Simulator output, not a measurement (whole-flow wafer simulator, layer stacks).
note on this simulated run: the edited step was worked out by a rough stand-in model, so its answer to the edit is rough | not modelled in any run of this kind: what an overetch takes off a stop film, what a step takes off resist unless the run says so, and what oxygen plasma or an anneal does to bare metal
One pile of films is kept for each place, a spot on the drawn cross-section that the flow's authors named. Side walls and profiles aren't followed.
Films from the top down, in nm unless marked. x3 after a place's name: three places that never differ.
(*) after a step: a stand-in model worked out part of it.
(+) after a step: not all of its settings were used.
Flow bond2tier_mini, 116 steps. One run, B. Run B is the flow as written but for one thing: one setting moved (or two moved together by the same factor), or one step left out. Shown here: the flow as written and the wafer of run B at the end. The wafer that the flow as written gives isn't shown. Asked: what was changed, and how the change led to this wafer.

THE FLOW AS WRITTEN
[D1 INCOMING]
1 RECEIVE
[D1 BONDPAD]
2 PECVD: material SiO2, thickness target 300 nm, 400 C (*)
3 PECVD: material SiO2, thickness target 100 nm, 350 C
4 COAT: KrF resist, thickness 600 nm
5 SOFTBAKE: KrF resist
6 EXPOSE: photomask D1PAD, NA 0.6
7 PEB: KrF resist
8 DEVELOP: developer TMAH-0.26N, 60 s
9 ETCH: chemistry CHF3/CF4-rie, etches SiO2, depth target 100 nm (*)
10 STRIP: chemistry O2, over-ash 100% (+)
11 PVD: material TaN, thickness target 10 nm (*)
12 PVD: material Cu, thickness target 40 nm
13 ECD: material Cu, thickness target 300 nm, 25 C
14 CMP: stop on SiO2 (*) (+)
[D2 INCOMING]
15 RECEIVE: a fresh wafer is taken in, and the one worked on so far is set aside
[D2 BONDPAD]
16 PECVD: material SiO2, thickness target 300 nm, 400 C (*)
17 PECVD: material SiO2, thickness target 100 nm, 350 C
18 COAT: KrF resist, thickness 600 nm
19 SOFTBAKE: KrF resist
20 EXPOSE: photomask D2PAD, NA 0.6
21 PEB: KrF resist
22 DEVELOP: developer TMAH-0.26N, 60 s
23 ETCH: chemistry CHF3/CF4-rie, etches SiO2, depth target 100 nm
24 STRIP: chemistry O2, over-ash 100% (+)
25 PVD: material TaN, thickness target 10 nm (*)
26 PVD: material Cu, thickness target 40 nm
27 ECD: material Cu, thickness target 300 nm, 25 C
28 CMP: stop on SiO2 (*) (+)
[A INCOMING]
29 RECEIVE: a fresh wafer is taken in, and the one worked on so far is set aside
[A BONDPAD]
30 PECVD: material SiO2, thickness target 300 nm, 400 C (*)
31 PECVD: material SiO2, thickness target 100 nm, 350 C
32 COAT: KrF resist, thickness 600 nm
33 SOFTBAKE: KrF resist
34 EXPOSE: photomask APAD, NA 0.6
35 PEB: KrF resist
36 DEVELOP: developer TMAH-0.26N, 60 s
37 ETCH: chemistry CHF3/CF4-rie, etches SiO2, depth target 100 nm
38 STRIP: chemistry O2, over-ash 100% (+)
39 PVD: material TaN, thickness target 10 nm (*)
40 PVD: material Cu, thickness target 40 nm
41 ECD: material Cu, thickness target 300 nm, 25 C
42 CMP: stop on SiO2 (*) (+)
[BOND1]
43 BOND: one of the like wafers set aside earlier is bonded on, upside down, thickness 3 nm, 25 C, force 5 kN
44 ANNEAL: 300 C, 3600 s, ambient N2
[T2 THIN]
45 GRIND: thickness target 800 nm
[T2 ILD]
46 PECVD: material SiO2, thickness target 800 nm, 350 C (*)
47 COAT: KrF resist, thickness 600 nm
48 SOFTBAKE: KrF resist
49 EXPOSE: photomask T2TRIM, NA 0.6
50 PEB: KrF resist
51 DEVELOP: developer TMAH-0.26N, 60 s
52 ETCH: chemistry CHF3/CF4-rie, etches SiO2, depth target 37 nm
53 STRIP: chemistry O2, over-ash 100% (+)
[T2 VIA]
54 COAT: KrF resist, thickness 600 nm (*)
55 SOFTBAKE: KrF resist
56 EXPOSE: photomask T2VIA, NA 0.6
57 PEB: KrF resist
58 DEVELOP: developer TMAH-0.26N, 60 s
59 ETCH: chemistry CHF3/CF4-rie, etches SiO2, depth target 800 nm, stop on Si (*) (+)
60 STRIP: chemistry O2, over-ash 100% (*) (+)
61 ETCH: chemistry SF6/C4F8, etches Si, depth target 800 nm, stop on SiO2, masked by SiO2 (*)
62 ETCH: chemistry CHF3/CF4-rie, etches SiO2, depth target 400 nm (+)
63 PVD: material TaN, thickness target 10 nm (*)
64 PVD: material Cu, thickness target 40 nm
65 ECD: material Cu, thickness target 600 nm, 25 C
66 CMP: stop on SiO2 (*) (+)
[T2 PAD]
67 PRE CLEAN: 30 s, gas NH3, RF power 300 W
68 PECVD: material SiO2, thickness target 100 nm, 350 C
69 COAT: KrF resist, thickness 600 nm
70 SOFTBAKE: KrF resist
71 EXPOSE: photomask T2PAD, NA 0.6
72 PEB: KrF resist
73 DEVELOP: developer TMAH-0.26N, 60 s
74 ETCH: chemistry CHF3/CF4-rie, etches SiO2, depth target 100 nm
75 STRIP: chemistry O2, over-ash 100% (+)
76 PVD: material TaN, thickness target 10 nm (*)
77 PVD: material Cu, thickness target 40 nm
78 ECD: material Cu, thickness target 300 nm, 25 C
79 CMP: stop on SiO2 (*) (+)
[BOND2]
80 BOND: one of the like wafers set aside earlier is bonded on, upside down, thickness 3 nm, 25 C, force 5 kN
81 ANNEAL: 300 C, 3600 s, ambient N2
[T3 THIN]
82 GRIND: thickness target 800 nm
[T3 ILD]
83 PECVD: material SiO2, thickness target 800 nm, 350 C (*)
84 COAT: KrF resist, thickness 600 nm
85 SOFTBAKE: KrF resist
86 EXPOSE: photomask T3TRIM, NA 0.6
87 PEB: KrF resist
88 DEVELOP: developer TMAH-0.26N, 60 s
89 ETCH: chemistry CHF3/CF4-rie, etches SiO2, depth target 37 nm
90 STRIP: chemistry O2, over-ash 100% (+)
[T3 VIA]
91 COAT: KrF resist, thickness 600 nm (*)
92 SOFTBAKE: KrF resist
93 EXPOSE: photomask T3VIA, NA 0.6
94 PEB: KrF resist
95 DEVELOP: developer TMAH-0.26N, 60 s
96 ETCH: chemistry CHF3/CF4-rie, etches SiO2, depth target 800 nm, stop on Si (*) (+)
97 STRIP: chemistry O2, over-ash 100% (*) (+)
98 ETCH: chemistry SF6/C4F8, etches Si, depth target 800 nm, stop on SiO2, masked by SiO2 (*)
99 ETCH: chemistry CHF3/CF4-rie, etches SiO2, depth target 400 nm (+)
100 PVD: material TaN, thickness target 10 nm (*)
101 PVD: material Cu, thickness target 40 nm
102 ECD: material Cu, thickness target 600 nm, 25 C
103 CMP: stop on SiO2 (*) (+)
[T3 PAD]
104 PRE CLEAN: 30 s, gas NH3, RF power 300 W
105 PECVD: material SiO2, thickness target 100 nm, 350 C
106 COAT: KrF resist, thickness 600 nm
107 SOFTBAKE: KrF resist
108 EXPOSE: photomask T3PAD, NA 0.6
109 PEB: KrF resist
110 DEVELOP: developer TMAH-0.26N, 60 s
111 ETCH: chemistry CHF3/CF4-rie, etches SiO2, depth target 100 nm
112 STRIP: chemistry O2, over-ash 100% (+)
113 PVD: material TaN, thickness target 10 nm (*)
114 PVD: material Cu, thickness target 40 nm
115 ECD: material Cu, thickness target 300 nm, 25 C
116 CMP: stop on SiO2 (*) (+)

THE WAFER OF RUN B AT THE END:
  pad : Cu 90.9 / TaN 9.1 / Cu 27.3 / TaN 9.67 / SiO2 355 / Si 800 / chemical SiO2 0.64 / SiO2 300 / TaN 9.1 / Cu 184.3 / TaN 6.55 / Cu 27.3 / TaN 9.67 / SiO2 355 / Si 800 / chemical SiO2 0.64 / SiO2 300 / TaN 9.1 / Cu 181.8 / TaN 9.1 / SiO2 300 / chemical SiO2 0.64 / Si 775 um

The cause: step 76, PVD: thickness target 7.2 nm was run, where the flow has thickness target 10 nm.

How the change led to this, step by step:
  76 PVD: material TaN, thickness target 10 nm (*)
      field: TaN +7.2 (new film) (as written it would be: TaN +10 (new film))
      pad: TaN +6.55 (new film) (as written it would be: TaN +9.1 (new film))
  79 CMP: stop on SiO2 (*) (+)
      field: Cu -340 (all of it), TaN -7.2 (all of it) (as written it would be: Cu -340 (all of it), TaN -10 (all of it))
